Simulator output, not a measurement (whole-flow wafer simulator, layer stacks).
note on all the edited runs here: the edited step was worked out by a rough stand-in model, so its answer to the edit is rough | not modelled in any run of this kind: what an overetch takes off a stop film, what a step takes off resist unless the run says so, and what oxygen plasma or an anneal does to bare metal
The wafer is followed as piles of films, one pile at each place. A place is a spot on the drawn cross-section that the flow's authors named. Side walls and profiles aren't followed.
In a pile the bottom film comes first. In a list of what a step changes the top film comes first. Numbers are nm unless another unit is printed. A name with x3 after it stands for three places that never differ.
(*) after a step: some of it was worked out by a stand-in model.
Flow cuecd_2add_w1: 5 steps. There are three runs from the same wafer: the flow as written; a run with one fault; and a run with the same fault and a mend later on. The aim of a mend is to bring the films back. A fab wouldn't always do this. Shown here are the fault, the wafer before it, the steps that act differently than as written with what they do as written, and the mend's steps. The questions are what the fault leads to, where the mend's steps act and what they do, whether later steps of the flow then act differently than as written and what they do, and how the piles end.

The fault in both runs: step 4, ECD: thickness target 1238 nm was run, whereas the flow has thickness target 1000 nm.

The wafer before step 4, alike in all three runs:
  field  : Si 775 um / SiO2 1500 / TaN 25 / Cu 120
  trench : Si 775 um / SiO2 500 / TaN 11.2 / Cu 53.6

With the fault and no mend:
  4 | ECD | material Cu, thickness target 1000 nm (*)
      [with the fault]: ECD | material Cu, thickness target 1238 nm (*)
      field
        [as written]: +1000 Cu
        [with the fault]: +1238 Cu
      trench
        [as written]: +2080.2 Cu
        [with the fault]: +2318.2 Cu
  Later steps of the flow that are run all act as written at every place that is followed.
  The piles end different from the flow's at field, trench by more than 2% or 0.5 nm, whichever is larger.
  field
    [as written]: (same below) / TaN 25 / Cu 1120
    [with the fault]: (same below) / TaN 25 / Cu 1358
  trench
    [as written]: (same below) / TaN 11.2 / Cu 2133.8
    [with the fault]: (same below) / TaN 11.2 / Cu 2371.8

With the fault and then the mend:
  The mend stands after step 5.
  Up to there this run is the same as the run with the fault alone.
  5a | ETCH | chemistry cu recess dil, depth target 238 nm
      field, trench
        -238 Cu
  Later steps of the flow that are run all act as written at every place that is followed.
  The piles end the same as the flow's at every place that both follow.
